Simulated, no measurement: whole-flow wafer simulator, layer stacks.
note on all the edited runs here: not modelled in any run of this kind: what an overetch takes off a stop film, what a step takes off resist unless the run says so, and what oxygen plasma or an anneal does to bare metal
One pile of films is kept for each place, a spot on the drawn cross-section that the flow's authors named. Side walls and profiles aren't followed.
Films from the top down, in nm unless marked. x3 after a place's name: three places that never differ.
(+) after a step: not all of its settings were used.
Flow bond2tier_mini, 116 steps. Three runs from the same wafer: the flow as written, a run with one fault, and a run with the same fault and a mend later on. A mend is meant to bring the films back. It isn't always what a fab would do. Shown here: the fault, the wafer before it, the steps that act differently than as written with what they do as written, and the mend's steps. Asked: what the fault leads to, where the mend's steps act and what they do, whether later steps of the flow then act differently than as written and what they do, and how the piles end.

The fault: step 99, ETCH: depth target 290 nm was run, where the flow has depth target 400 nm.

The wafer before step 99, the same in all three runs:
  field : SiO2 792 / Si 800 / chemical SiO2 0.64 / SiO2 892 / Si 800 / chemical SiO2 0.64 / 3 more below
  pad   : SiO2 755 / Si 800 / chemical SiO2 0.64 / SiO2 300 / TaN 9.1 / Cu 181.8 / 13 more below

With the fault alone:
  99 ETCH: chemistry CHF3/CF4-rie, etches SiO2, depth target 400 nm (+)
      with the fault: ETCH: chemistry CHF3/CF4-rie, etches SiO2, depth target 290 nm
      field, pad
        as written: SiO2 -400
        with the fault: SiO2 -290
  No later step of the flow acts differently than as written at any place that is followed.
  At the end the piles differ from the flow's by more than 2% or 0.5 nm, whichever is larger, at field, pad.
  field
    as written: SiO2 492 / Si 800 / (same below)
    with the fault: SiO2 602 / Si 800 / (same below)
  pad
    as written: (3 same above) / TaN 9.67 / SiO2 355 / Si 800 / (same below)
    with the fault: (3 same above) / TaN 9.67 / SiO2 465 / Si 800 / (same below)

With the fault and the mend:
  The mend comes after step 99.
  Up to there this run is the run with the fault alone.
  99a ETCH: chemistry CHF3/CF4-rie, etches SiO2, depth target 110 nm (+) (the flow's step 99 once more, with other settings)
      field, pad
        SiO2 -110
  No later step of the flow acts differently than as written at any place that is followed.
  At the end the piles are the same as the flow's at every place that both follow.
